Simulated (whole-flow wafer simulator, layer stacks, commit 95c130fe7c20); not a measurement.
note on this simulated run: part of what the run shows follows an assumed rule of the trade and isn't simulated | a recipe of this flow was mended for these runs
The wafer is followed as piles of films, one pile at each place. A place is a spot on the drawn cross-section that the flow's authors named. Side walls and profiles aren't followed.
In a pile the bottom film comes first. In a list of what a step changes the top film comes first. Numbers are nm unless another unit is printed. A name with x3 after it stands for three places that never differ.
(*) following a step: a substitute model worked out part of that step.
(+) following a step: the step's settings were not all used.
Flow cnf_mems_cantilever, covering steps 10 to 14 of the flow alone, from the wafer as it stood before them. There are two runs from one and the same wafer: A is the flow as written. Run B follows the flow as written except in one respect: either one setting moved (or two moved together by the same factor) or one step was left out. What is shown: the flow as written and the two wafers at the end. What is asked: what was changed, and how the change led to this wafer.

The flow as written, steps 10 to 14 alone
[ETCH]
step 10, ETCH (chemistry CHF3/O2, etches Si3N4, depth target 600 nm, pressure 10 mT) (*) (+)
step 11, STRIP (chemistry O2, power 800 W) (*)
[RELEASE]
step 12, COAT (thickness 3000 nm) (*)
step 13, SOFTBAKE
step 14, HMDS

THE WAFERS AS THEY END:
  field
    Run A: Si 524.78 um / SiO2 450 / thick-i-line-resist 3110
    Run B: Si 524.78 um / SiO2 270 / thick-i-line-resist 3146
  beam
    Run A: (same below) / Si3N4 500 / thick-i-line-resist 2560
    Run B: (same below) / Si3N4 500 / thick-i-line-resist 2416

Cause: step 10, ETCH: depth target 960 nm was run, though the flow has depth target 600 nm.

The path from the change to this, step by step:
  step 10, ETCH (chemistry CHF3/O2, etches Si3N4, depth target 600 nm, pressure 10 mT) (*) (+)
      field: A -500 Si3N4 (all of it), -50 SiO2 | B -500 Si3N4 (all of it), -230 SiO2
      beam: A -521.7 KrF-resist | B -834.8 KrF-resist
  step 11, STRIP (chemistry O2, power 800 W) (*)
      beam: A -460.9 KrF-resist (all of it) | B -147.9 KrF-resist (all of it)
  step 12, COAT (thickness 3000 nm) (*)
      beam: A +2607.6 thick-i-line-resist (new film) | B +2483.1 thick-i-line-resist (new film)
  step 13, SOFTBAKE
      field: A +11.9 thick-i-line-resist | B +16.8 thick-i-line-resist
      beam: A -47.6 thick-i-line-resist | B -67.1 thick-i-line-resist
